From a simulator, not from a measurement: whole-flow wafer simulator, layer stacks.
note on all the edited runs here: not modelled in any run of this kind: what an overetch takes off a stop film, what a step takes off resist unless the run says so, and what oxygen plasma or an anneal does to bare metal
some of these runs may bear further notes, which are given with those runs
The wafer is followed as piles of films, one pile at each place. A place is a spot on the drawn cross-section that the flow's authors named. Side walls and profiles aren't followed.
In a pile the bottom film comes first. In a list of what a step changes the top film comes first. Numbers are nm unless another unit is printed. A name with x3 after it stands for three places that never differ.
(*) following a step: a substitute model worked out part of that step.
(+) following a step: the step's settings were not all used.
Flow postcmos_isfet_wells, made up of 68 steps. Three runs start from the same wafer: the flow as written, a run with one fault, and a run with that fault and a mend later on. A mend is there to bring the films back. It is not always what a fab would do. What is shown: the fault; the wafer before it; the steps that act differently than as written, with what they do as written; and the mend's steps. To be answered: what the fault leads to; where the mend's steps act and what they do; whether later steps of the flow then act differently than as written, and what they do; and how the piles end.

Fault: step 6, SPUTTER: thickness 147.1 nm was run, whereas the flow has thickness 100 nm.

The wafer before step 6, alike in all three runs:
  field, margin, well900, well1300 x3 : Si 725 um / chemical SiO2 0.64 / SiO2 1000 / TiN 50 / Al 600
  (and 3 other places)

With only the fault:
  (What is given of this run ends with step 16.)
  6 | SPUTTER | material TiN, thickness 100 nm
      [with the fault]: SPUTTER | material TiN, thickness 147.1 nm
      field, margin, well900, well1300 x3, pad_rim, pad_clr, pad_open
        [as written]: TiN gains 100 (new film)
        [with the fault]: TiN gains 147.1 (new film)
  Steps further on in the flow that do not act as written:
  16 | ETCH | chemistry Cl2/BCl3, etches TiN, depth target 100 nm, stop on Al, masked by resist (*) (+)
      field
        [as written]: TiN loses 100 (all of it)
        [with the fault]: TiN loses 100
  The piles after step 16 differ from the flow's at field, margin, well900, well1300 x3, pad_rim, pad_clr, pad_open by more than 2% or 0.5 nm, whichever is larger.
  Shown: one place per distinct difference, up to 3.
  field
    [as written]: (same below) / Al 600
    [with the fault]: (same below) / Al 600 / TiN 47.1
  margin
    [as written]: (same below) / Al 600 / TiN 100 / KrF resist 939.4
    [with the fault]: (same below) / Al 600 / TiN 147.1 / KrF resist 939.4

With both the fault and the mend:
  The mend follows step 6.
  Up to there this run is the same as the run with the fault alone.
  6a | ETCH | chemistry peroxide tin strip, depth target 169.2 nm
      field, margin, well900, well1300 x3, pad_rim, pad_clr, pad_open
        TiN loses 147.1 (all of it)
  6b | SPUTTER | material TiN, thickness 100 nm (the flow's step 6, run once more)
      field, margin, well900, well1300 x3, pad_rim, pad_clr, pad_open
        TiN gains 100 (new film)
  None of the later steps of the flow acts differently than as written at any place that is followed.
  At every place that both follow, the piles at the end match the flow's.
